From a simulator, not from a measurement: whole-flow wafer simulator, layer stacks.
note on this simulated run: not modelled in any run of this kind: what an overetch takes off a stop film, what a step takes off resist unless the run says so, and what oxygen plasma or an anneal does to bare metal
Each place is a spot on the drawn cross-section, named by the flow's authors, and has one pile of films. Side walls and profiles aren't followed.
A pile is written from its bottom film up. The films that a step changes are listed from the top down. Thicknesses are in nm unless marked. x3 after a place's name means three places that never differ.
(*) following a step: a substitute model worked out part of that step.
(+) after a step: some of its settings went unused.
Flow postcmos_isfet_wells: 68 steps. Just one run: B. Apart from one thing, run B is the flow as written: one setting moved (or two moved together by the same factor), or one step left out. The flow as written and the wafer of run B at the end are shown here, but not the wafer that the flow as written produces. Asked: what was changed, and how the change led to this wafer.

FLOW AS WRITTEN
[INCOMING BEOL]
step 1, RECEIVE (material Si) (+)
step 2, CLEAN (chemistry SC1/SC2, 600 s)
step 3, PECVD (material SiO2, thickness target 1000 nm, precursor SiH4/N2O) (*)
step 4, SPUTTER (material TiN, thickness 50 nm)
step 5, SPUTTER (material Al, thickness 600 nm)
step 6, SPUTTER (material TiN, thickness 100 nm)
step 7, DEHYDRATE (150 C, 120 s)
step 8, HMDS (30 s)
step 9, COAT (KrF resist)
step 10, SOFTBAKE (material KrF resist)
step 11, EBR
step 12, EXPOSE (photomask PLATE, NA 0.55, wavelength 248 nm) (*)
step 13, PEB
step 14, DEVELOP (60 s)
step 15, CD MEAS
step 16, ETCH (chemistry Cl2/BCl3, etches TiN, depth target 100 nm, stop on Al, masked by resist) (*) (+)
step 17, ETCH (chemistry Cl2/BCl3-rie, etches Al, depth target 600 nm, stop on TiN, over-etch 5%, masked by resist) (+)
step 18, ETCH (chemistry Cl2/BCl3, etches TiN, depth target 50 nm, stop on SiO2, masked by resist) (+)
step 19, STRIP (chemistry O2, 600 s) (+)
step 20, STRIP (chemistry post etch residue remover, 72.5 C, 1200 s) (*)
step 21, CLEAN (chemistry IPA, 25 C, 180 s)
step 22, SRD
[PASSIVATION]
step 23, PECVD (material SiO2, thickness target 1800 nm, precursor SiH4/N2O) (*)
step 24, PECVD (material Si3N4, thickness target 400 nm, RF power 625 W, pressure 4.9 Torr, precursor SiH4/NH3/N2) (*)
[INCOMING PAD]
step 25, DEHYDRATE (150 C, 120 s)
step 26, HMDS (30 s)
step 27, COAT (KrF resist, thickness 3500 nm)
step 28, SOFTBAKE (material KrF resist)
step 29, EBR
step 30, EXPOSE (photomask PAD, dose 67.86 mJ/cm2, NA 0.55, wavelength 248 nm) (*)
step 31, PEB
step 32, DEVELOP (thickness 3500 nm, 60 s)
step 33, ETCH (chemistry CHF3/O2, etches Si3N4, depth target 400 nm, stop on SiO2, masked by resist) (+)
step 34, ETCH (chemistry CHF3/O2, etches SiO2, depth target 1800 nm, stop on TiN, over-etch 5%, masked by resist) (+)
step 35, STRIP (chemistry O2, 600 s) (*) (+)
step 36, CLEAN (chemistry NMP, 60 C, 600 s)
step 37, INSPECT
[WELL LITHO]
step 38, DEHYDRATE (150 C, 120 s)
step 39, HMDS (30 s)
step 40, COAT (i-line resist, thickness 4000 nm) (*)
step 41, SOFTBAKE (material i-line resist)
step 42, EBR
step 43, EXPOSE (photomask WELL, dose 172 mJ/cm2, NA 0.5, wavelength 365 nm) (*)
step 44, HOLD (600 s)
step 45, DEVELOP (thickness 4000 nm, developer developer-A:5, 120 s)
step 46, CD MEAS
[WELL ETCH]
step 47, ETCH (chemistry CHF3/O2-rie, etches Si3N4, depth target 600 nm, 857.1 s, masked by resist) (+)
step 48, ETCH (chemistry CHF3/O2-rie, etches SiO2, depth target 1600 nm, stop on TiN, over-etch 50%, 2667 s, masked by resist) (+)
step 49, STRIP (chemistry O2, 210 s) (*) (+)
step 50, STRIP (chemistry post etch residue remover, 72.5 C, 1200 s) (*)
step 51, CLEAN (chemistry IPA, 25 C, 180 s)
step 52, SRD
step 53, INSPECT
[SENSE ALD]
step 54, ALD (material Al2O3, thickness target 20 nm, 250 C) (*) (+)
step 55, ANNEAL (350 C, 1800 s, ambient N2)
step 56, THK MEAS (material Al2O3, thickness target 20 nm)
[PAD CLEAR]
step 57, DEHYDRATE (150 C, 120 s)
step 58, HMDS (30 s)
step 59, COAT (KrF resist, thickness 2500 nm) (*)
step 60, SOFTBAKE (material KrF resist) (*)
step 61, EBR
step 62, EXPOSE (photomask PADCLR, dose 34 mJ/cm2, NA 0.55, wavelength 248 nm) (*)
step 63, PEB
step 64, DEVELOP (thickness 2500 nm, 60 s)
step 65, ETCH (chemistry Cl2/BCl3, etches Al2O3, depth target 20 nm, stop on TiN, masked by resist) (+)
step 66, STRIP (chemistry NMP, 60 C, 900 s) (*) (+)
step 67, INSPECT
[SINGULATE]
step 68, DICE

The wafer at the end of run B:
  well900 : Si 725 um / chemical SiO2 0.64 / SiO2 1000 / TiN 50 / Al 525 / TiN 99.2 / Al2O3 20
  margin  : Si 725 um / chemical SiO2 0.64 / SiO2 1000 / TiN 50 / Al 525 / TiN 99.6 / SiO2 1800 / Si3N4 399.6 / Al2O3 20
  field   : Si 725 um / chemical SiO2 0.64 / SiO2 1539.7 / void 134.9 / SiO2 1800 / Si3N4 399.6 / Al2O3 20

Cause: step 5, SPUTTER: thickness 525 nm was run, though the flow has thickness 600 nm.
The wafer itself shows it: well900 has Al 525, and step 5 as written asks for 600 nm.

Step by step, how the change led to this:
  step 5, SPUTTER (material Al, thickness 600 nm)
      field, margin, well900, well1300 x3, pad_rim, pad_clr, pad_open: +525 Al (new film) (it would be, as written: +600 Al (new film))
  step 17, ETCH (chemistry Cl2/BCl3-rie, etches Al, depth target 600 nm, stop on TiN, over-etch 5%, masked by resist) (+)
      margin, well900, well1300 x3, pad_rim, pad_clr, pad_open: -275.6 KrF resist (it would be, as written: -300 KrF resist)
      field: -525 Al (all of it) (it would be, as written: -600 Al (all of it))
  step 19, STRIP (chemistry O2, 600 s) (+)
      margin, well900, well1300 x3, pad_rim, pad_clr, pad_open: -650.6 KrF resist (all of it) (it would be, as written: -626.3 KrF resist (all of it))
  step 23, PECVD (material SiO2, thickness target 1800 nm, precursor SiH4/N2O) (*)
      field: +1800 SiO2 (new film), +134.9 void (new film), +539.7 SiO2 (it would be, as written: +1800 SiO2 (new film), +189.9 void (new film), +559.7 SiO2)
